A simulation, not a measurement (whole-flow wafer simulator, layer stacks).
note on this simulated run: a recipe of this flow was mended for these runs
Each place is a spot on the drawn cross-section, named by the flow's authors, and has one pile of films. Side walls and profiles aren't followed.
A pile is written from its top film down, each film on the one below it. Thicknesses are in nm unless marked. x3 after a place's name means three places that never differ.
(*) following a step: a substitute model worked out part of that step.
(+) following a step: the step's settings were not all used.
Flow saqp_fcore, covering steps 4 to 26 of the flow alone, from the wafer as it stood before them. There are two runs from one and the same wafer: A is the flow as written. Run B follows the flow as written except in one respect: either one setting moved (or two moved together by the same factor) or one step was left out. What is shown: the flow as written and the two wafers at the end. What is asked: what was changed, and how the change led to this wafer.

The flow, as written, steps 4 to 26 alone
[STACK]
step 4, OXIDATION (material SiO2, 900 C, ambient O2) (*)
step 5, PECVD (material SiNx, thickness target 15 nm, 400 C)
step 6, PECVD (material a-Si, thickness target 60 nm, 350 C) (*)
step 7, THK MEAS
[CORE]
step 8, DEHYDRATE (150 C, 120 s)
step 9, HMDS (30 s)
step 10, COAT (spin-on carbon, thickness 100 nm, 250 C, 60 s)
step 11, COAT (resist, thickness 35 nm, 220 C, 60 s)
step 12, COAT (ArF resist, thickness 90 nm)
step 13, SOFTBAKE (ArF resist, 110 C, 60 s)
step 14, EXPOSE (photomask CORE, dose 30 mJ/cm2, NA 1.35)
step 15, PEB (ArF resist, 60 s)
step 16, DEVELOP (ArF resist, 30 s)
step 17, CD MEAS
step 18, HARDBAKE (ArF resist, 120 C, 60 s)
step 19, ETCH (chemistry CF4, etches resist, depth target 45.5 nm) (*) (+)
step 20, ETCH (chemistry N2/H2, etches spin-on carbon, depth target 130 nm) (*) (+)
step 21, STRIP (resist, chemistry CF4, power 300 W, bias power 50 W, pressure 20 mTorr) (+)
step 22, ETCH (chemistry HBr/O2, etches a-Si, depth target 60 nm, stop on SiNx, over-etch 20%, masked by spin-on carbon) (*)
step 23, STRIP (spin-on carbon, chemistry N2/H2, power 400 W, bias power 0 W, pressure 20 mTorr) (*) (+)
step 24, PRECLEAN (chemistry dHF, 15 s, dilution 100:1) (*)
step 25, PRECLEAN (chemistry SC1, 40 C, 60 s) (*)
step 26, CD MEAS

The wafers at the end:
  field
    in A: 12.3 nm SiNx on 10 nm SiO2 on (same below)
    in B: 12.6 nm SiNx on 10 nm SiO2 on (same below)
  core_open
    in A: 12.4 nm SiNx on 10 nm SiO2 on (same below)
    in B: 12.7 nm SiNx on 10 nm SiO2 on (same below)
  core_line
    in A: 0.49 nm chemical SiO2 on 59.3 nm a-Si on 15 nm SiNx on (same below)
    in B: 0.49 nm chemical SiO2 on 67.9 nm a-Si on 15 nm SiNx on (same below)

Cause: step 6, PECVD: thickness target 68.6 nm was run, though the flow has thickness target 60 nm.

Step by step, how the change led to this:
  step 6, PECVD (material a-Si, thickness target 60 nm, 350 C) (*)
      field, core_open, core_line: A a-Si gains 60 (new film) | B a-Si gains 68.6 (new film)
  step 22, ETCH (chemistry HBr/O2, etches a-Si, depth target 60 nm, stop on SiNx, over-etch 20%, masked by spin-on carbon) (*)
      field: A a-Si loses 36.8 (all of it), SiNx loses 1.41 | B a-Si loses 45.4 (all of it), SiNx loses 1.06
      core_open: A a-Si loses 39.4 (all of it), SiNx loses 1.3 | B a-Si loses 48 (all of it), SiNx loses 0.96
      (also at 1 further place)
  step 23, STRIP (spin-on carbon, chemistry N2/H2, power 400 W, bias power 0 W, pressure 20 mTorr) (*) (+)
      core_line: A spin-on carbon loses 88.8 (all of it) | B spin-on carbon loses 86.7 (all of it)
